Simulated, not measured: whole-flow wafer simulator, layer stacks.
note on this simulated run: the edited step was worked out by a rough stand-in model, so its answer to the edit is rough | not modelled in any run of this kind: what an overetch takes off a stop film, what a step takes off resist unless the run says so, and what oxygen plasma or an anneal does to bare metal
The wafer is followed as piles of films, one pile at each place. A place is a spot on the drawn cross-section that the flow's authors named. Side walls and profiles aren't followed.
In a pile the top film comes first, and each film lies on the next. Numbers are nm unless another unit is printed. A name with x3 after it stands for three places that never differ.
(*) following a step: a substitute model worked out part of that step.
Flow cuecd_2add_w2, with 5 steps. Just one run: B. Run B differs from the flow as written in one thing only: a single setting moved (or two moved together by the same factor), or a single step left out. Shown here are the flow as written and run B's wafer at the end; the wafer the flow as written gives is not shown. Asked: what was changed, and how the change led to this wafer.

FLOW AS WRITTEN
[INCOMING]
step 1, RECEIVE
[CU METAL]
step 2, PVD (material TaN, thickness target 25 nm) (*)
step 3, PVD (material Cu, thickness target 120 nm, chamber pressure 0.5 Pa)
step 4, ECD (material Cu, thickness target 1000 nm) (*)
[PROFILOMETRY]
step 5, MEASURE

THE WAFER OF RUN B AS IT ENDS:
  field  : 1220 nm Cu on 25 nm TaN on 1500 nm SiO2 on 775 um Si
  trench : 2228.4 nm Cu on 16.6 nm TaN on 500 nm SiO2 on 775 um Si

What caused this: step 4, ECD: thickness target 1100 nm was run, while the flow as written has thickness target 1000 nm.

Step by step, how the change led to this:
  step 4, ECD (material Cu, thickness target 1000 nm) (*)
      field: Cu gains 1100 (it would be, as written: Cu gains 1000)
      trench: Cu gains 2147.6 (it would be, as written: Cu gains 2047.6)
